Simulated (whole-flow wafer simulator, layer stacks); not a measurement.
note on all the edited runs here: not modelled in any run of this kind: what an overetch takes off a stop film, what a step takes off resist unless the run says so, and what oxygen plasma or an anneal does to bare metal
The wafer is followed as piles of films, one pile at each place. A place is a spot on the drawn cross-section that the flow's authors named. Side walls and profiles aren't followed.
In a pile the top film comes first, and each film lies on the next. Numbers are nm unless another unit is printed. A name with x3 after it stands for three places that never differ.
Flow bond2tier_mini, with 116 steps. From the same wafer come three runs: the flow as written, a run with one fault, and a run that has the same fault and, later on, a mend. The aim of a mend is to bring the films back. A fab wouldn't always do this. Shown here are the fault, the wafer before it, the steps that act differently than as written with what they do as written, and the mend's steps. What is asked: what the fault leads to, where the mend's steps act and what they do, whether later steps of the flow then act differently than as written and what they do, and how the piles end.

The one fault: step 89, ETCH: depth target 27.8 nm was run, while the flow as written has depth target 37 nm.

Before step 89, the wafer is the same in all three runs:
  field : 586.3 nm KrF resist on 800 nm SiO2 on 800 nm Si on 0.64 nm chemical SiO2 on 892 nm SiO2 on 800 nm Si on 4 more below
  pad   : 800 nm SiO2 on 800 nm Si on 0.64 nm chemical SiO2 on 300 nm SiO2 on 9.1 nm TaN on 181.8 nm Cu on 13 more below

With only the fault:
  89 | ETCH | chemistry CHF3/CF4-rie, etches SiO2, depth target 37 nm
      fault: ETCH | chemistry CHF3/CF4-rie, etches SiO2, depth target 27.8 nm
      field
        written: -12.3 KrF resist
        fault: -9.27 KrF resist
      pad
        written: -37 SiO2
        fault: -27.8 SiO2
  None of the later steps of the flow differs from how it acts as written, at any place that is followed, by more than 2% or 0.5 nm, whichever is larger.
  The piles end different from the flow's at pad by more than 2% or 0.5 nm, whichever is larger.
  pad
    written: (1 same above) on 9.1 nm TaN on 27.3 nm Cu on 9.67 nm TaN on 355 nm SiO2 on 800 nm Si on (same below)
    fault: (1 same above) on 9.1 nm TaN on 18 nm Cu on 9.75 nm TaN on 364.2 nm SiO2 on 800 nm Si on (same below)

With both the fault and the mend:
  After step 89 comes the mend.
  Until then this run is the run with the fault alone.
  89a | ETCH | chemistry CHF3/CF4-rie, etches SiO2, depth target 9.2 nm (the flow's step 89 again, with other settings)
      field
        -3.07 KrF resist
      pad
        -9.2 SiO2
  None of the later steps of the flow acts differently than as written at any place that is followed.
  The piles end the same as the flow's at every place that both follow.
